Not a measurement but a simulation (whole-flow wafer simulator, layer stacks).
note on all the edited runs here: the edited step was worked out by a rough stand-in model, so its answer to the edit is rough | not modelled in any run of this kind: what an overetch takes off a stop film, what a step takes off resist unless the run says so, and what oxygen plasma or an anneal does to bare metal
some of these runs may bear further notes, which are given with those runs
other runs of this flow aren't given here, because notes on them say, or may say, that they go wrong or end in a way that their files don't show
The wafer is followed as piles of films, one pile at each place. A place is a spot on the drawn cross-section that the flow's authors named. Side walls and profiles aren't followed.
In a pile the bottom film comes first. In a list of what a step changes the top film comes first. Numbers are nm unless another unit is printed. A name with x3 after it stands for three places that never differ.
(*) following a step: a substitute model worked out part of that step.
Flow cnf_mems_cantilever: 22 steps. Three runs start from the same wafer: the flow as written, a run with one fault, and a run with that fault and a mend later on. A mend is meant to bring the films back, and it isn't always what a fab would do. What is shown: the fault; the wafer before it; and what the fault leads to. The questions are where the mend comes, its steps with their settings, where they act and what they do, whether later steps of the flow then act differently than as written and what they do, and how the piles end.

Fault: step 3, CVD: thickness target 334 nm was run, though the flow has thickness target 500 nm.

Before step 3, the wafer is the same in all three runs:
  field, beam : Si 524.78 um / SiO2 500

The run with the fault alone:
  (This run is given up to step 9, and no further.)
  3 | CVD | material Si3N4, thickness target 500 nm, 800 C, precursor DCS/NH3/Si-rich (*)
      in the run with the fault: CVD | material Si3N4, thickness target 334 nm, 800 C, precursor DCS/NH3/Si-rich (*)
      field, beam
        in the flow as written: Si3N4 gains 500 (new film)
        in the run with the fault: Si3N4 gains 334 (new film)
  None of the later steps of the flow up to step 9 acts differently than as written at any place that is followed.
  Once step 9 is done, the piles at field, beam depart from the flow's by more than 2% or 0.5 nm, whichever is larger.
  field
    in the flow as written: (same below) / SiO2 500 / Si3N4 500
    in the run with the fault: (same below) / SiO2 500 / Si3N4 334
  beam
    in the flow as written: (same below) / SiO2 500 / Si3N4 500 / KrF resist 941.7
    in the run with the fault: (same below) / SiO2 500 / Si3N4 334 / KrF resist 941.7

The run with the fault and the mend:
  After step 9 comes the mend.
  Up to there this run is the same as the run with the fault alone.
  9a | STRIP | chemistry O2, power 800 W (*)
      beam
        KrF resist loses 941.7 (all of it)
  9b | CLEAN | chemistry SC1/SC2 (*) (the flow's step 1, run once more)
      leaves every film unchanged at each place that is followed
  9c | CVD | material Si3N4, thickness target 166 nm, 800 C, precursor DCS/NH3/Si-rich (*) (the flow's step 3, run once more with other settings)
      field, beam
        Si3N4 gains 166
  9d | HMDS (the flow's step 4, run once more)
      leaves every film unchanged at each place that is followed
  9e | COAT | KrF resist, thickness 1000 nm (the flow's step 5, run once more)
      field, beam
        KrF resist gains 1000 (new film)
  9f | SOFTBAKE | KrF resist (the flow's step 6, run once more)
      leaves every film unchanged at each place that is followed
  9g | EXPOSE | photomask CANTILEVER (the flow's step 7, run once more)
      leaves every film unchanged at each place that is followed
  9h | PEB | KrF resist, 135 C, 90 s (the flow's step 8, run once more)
      field, beam
        KrF resist loses 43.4
  9i | DEVELOP | developer TMAH-0.26N, 60 s (the flow's step 9, run once more)
      field
        KrF resist loses 956.6 (all of it)
      beam
        KrF resist loses 14.9
  None of the later steps of the flow acts differently than as written at any place that is followed.
  By the end, the piles equal the flow's at every place that both follow.
